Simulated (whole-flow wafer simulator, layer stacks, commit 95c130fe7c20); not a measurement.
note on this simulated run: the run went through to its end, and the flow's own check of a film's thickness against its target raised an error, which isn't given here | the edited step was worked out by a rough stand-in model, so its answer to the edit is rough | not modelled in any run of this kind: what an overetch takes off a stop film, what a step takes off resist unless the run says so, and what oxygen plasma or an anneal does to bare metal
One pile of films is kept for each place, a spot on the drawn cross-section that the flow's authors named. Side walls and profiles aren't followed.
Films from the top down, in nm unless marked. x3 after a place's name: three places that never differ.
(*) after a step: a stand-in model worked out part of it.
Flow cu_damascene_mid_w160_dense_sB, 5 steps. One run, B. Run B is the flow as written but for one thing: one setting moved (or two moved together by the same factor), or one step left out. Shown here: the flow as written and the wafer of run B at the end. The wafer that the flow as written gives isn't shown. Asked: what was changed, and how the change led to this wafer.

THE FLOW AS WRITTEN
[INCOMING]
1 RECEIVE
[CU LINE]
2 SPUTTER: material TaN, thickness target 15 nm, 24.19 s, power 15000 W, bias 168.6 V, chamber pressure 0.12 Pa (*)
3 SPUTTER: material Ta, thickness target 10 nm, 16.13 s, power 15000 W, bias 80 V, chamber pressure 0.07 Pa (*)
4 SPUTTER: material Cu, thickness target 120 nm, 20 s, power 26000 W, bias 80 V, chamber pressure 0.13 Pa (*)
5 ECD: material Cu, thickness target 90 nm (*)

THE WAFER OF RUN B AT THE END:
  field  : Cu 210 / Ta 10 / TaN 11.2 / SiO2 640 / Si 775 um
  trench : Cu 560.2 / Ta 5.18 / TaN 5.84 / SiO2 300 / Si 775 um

The cause: step 2, SPUTTER: thickness target 11.2 nm was run, where the flow has thickness target 15 nm; step 2, SPUTTER: 18.14 s was run, where the flow has 24.19 s.
It can be read off the wafer: field has TaN 11.2, and step 2 as written asks for 15 nm.

How the change led to this, step by step:
  2 SPUTTER: material TaN, thickness target 15 nm, 24.19 s, power 15000 W, bias 168.6 V, chamber pressure 0.12 Pa (*)
      field: TaN +11.2 (new film) (as written it would be: TaN +15 (new film))
      trench: TaN +5.84 (new film) (as written it would be: TaN +7.82 (new film))
